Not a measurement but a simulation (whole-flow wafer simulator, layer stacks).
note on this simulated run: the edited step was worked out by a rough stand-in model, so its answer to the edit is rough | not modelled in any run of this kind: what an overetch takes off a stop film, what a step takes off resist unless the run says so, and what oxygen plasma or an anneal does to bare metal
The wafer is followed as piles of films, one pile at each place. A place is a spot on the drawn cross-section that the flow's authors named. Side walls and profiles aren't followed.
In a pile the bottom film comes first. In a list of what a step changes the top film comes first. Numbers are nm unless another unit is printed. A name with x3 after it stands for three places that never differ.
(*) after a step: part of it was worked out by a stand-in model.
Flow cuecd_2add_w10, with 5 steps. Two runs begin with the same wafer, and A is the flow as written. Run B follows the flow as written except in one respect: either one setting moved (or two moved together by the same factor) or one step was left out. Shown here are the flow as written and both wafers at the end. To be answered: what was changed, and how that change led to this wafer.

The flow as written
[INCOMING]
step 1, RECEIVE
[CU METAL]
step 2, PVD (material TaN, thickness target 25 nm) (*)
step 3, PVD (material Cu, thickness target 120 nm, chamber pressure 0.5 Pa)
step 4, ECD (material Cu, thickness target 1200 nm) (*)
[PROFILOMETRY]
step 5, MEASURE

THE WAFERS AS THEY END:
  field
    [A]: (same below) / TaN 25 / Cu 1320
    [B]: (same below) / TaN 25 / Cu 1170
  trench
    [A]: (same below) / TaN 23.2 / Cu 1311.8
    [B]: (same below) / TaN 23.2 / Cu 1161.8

Cause: step 4, ECD: thickness target 1050 nm was run, though the flow has thickness target 1200 nm.

The path from the change to this, step by step:
  step 4, ECD (material Cu, thickness target 1200 nm) (*)
      field, trench: A Cu gains 1200 | B Cu gains 1050
